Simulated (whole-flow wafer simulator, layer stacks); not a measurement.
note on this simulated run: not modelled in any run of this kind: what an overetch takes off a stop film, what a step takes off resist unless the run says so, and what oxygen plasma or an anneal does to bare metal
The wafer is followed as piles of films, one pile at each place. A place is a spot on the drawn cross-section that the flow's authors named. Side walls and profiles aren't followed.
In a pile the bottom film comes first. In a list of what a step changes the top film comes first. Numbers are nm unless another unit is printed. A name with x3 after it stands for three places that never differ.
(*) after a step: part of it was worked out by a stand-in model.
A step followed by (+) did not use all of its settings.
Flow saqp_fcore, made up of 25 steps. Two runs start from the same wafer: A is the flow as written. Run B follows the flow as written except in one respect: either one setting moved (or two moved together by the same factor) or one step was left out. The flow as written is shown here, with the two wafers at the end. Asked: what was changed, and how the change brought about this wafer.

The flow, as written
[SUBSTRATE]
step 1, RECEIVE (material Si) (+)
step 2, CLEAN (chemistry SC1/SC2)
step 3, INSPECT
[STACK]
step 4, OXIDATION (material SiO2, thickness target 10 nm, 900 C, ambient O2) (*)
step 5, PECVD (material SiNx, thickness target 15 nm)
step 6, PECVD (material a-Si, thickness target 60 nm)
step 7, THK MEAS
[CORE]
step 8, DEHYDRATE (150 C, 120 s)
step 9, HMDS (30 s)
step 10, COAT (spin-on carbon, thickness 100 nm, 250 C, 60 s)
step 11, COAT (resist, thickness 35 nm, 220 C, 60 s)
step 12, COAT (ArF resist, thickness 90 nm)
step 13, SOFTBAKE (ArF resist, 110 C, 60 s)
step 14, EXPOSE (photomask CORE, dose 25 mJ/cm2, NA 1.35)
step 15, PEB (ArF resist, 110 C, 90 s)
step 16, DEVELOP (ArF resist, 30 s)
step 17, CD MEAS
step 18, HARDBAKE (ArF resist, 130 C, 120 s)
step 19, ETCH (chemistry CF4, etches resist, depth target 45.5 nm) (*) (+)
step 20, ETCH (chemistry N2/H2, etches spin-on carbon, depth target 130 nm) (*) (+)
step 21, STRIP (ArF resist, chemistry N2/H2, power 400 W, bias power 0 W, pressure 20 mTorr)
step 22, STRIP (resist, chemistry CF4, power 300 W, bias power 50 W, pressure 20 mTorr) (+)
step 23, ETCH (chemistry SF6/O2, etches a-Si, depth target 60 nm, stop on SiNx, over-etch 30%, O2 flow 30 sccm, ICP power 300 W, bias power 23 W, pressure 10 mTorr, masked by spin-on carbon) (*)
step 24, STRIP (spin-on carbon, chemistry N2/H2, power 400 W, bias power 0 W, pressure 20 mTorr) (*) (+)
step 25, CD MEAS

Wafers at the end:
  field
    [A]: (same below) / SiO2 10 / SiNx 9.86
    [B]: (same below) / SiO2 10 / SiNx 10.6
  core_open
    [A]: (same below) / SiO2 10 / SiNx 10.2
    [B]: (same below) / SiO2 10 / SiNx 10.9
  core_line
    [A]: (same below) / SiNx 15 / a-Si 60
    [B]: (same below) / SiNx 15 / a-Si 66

Cause: step 6, PECVD: thickness target 66 nm was run, though the flow has thickness target 60 nm.
The wafer itself shows it: core_line has a-Si 66, and step 6 as written asks for 60 nm.

The path from the change to this, step by step:
  step 6, PECVD (material a-Si, thickness target 60 nm)
      field, core_open, core_line: A +60 a-Si (new film) | B +66 a-Si (new film)
  step 23, ETCH (chemistry SF6/O2, etches a-Si, depth target 60 nm, stop on SiNx, over-etch 30%, O2 flow 30 sccm, ICP power 300 W, bias power 23 W, pressure 10 mTorr, masked by spin-on carbon) (*)
      field: A -36.9 a-Si (all of it), -5.14 SiNx | B -42.9 a-Si (all of it), -4.39 SiNx
      core_open: A -39.4 a-Si (all of it), -4.82 SiNx | B -45.4 a-Si (all of it), -4.07 SiNx
      (and at 1 other place as well)
